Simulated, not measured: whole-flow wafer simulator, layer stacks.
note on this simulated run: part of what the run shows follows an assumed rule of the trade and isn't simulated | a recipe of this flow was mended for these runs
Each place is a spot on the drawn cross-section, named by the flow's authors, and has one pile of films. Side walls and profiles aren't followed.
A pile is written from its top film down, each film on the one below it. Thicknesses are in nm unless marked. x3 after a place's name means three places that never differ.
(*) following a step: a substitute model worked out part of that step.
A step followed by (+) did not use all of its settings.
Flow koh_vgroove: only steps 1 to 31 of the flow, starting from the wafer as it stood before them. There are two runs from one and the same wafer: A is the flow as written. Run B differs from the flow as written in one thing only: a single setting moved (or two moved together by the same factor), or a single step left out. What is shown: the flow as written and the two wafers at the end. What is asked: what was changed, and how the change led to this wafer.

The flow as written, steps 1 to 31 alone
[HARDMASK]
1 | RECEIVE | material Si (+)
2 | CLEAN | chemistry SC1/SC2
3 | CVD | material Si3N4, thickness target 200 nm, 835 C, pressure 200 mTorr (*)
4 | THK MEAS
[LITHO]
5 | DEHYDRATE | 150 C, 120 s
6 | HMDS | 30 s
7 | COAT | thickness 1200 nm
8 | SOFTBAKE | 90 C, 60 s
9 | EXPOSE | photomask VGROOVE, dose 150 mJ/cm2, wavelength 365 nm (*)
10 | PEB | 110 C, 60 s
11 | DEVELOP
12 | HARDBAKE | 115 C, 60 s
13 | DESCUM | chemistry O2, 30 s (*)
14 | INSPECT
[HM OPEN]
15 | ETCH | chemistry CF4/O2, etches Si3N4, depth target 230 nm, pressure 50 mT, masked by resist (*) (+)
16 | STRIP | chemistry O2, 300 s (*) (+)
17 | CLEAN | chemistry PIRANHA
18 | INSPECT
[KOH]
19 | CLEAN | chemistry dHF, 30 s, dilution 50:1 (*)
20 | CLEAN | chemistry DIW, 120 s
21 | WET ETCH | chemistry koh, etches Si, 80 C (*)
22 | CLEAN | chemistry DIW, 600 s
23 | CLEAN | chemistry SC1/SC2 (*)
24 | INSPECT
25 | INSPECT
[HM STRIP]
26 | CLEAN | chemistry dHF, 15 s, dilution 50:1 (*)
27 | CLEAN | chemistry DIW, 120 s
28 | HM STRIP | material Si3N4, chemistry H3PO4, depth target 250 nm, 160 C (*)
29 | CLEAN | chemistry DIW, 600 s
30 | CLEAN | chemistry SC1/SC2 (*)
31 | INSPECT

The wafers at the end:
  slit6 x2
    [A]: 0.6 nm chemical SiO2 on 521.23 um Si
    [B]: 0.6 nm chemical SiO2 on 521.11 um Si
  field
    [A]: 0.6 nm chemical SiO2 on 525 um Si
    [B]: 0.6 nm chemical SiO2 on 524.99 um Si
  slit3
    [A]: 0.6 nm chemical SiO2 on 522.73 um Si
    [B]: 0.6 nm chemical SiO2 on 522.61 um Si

The reason: step 3, CVD: thickness target 80 nm was run, whereas the flow has thickness target 200 nm.

Step by step, how the change led to this:
  3 | CVD | material Si3N4, thickness target 200 nm, 835 C, pressure 200 mTorr (*)
      field, slit3, slit2, slit6 x2: A +200 Si3N4 (new film) | B +80 Si3N4 (new film)
  15 | ETCH | chemistry CF4/O2, etches Si3N4, depth target 230 nm, pressure 50 mT, masked by resist (*) (+)
      slit3, slit2, slit6 x2: A -200 Si3N4 (all of it), -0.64 chemical SiO2 (all of it), -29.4 Si | B -80 Si3N4 (all of it), -0.64 chemical SiO2 (all of it), -149.4 Si
  28 | HM STRIP | material Si3N4, chemistry H3PO4, depth target 250 nm, 160 C (*)
      field: A -198.7 Si3N4 (all of it), -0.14 chemical SiO2, -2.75 Si | B -78.7 Si3N4 (all of it), -0.14 chemical SiO2, -8.75 Si
